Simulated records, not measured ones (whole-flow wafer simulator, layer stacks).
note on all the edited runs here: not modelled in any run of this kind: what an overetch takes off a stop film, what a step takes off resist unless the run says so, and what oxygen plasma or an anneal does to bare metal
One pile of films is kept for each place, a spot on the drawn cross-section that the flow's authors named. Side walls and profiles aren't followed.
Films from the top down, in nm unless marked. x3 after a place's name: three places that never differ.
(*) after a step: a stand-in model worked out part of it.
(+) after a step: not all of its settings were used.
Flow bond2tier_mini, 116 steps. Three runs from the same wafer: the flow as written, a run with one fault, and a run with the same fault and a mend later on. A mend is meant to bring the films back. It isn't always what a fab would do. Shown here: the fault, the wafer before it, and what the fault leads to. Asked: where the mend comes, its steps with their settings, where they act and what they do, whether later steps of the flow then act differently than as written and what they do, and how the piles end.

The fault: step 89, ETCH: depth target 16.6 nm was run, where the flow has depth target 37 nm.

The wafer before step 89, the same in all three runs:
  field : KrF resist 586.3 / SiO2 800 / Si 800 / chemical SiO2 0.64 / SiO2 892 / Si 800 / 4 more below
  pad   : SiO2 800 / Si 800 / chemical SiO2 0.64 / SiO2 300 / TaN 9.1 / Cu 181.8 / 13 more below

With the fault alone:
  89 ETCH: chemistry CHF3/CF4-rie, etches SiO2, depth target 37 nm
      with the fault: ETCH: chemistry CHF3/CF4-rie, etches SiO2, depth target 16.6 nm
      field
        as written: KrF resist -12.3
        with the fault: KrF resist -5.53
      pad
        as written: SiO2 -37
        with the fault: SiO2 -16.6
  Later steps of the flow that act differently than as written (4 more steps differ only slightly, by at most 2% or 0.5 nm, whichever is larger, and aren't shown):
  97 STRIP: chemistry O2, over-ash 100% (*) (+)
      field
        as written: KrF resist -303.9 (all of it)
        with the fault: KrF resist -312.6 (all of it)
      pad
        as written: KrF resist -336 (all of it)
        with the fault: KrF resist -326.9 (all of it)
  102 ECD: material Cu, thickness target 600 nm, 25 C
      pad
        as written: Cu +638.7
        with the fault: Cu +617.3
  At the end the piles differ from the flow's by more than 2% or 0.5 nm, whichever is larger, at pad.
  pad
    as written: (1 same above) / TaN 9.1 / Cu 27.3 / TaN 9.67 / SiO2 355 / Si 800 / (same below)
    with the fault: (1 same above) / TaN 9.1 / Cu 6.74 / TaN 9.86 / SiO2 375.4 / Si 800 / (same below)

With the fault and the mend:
  The mend comes after step 89.
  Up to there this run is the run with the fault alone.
  89a ETCH: chemistry CHF3/CF4-rie, etches SiO2, depth target 20.4 nm (the flow's step 89 once more, with other settings)
      field
        KrF resist -6.8
      pad
        SiO2 -20.4
  No later step of the flow acts differently than as written at any place that is followed.
  At the end the piles are the same as the flow's at every place that both follow.
